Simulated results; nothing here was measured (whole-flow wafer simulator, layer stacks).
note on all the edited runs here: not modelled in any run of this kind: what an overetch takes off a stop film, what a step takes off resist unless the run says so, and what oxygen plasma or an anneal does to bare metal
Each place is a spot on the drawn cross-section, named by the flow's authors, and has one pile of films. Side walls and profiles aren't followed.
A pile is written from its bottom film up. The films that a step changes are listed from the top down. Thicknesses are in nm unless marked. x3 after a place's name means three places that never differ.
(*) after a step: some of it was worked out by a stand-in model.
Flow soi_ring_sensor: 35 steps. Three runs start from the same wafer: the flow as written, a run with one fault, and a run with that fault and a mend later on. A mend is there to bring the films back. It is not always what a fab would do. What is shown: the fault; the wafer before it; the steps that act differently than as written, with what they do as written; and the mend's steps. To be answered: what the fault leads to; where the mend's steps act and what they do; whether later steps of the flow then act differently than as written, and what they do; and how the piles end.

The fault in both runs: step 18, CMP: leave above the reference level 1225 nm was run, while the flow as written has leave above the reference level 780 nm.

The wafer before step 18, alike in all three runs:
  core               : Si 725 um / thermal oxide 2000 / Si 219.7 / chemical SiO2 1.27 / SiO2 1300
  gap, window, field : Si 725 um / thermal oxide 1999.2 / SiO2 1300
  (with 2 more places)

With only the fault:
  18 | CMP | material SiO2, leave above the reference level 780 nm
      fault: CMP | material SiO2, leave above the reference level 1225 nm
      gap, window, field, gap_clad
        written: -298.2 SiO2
        fault: nothing
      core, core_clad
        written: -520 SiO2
        fault: -75 SiO2
  Steps later in the flow that act otherwise than as written (not shown: 1 more step that differs only slightly, by at most 2% or 0.5 nm, whichever is larger):
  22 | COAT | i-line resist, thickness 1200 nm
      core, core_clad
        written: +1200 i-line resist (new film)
        fault: +1072.9 i-line resist (new film)
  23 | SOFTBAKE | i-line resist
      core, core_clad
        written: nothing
        fault: -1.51 i-line resist
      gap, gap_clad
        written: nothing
        fault: -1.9 i-line resist
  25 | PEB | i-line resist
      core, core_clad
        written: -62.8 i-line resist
        fault: -55.8 i-line resist
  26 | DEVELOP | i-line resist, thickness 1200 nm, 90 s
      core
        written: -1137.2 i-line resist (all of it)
        fault: -1015.6 i-line resist (all of it)
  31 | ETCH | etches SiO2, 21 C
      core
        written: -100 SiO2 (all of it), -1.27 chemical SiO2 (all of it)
        fault: -462 SiO2
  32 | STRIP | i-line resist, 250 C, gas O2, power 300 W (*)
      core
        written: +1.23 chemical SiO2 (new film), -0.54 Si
        fault: nothing
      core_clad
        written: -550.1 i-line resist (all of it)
        fault: -428.8 i-line resist (all of it)
  The piles end different from the flow's at core, field, core_clad by more than 2% or 0.5 nm, whichever is larger.
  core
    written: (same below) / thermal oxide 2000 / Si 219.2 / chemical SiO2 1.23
    fault: (same below) / thermal oxide 2000 / Si 219.7 / chemical SiO2 1.27 / SiO2 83
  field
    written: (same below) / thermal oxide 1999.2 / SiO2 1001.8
    fault: (same below) / thermal oxide 1999.2 / SiO2 1300
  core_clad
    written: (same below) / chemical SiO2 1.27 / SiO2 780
    fault: (same below) / chemical SiO2 1.27 / SiO2 1225

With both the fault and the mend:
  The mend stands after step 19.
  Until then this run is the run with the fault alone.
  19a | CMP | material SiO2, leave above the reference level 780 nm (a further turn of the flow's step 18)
      gap, window, field, gap_clad
        -298.2 SiO2
      core, core_clad
        -445 SiO2
  Later steps of the flow that are run all act as written at every place that is followed.
  At every place that both follow, the piles at the end match the flow's.
